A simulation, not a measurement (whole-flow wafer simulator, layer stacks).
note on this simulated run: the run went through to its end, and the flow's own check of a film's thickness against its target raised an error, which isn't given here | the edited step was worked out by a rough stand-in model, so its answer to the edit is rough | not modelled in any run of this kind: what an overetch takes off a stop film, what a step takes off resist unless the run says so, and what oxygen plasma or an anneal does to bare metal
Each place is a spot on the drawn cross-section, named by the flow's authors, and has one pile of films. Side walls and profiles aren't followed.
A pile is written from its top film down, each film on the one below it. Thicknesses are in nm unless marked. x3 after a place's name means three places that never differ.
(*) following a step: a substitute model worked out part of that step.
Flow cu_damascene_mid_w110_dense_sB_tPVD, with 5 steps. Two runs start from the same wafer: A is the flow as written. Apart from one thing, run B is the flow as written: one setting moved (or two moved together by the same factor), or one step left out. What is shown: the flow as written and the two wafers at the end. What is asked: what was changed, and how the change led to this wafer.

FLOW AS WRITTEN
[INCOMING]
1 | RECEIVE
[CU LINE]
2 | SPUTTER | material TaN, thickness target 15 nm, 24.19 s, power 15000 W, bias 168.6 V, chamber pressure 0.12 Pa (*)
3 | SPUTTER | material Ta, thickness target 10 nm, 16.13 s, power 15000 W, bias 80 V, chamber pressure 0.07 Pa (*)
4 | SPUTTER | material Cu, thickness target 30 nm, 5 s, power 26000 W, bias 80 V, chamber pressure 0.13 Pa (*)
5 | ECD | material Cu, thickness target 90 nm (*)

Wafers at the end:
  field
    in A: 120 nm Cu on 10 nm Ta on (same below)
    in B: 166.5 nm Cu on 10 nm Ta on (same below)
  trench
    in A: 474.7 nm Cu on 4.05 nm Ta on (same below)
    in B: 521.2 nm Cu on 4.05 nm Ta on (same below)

Cause: step 5, ECD: thickness target 136.5 nm was run, while the flow as written has thickness target 90 nm.

The path from the change to this, step by step:
  5 | ECD | material Cu, thickness target 90 nm (*)
      field: A +90 Cu | B +136.5 Cu
      trench: A +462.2 Cu | B +508.7 Cu
